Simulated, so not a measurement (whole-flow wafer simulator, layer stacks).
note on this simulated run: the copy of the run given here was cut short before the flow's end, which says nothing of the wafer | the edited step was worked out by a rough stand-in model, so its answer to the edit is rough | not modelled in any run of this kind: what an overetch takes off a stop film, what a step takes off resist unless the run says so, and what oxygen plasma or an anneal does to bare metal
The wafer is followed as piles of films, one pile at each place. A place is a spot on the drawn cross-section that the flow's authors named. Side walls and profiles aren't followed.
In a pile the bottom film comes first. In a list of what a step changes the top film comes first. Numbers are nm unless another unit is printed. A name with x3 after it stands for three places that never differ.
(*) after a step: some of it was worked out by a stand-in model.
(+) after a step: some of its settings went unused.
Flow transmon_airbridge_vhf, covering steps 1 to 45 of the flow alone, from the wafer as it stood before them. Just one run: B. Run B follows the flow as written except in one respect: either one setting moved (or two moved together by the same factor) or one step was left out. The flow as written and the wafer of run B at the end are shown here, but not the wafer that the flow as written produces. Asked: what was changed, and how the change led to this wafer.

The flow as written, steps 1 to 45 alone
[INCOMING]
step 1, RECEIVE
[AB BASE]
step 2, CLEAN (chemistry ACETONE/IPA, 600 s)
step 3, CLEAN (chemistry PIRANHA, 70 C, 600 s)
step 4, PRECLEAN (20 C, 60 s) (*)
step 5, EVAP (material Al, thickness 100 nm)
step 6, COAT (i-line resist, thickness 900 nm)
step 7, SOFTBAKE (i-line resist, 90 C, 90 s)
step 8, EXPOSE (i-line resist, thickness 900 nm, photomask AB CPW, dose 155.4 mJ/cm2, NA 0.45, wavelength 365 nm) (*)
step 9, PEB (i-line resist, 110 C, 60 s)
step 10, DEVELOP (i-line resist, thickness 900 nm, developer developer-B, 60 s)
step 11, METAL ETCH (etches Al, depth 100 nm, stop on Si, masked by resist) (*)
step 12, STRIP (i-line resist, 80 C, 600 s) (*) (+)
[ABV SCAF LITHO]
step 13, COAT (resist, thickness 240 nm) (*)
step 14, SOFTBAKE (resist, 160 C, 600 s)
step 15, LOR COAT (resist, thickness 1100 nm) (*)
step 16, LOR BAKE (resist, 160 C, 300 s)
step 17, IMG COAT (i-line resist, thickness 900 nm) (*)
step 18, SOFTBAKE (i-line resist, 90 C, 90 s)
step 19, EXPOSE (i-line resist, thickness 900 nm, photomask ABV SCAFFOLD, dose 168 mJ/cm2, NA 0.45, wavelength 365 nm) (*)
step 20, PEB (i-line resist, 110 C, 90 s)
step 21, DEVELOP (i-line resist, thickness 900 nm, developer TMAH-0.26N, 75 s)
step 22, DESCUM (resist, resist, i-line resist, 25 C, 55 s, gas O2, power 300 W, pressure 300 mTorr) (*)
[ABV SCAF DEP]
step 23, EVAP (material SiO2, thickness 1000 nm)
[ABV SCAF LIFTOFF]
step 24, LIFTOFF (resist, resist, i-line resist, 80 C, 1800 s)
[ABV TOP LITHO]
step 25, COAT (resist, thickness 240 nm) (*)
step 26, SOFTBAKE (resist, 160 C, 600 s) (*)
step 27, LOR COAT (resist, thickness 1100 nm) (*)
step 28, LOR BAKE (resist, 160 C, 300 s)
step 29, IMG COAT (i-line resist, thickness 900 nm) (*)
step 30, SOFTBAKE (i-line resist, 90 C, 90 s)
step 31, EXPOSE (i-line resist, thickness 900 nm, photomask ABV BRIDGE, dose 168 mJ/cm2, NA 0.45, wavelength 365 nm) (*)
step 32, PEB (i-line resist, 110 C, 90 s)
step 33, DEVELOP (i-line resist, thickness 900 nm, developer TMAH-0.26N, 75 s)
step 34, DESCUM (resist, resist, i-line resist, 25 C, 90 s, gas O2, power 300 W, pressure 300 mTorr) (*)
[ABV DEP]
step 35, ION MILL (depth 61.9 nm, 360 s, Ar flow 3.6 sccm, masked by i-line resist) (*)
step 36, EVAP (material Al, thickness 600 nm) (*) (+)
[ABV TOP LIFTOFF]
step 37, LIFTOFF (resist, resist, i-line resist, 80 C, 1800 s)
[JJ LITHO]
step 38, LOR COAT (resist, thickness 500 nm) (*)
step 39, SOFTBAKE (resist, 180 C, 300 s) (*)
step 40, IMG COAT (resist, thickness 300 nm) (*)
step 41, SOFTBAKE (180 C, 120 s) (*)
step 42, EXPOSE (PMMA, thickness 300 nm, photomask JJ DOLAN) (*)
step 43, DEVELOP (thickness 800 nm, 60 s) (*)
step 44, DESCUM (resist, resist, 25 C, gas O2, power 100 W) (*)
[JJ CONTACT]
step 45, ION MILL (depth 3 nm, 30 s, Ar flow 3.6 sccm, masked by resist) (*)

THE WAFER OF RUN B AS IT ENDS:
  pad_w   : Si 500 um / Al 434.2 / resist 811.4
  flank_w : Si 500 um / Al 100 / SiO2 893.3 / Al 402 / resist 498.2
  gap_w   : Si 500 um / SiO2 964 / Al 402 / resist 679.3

The reason: step 36, EVAP: thickness 402 nm was run, while the flow as written has thickness 600 nm.
One can read it off the wafer: flank_w has Al 402, and step 36 as written asks for 600 nm.

How this came from the change, step by step:
  step 36, EVAP (material Al, thickness 600 nm) (*) (+)
      field x3, jj_line, ground_far and 10 more: +402 Al (new film) (it would be, as written: +600 Al (new film))
      pad_w, pad_e: +396.1 Al (it would be, as written: +591.2 Al)
  step 37, LIFTOFF (resist, resist, i-line resist, 80 C, 1800 s)
      field x3, jj_line, trace_open_s x2: -402 Al (all of it), -600 i-line resist (all of it), -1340 resist (all of it) (it would be, as written: -600 Al (all of it), -600 i-line resist (all of it), -1340 resist (all of it))
      margin_s, margin_n: -402 Al (all of it), -318.3 i-line resist (all of it), -992 resist (all of it) (it would be, as written: -600 Al (all of it), -318.3 i-line resist (all of it), -992 resist (all of it))
      (also at 1 further place)
  step 38, LOR COAT (resist, thickness 500 nm) (*)
      pad_w, pad_e: +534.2 resist (new film) (it would be, as written: +517 resist (new film))
      margin_s, margin_n: +427.8 resist (new film) (it would be, as written: +445.3 resist (new film))
      (also at 1 further place)
  step 40, IMG COAT (resist, thickness 300 nm) (*)
      pad_w, pad_e: +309 resist (it would be, as written: +300.1 resist)
      flank_w, flank_e: +218.8 resist (it would be, as written: +212.1 resist)
      (also at 4 further places)
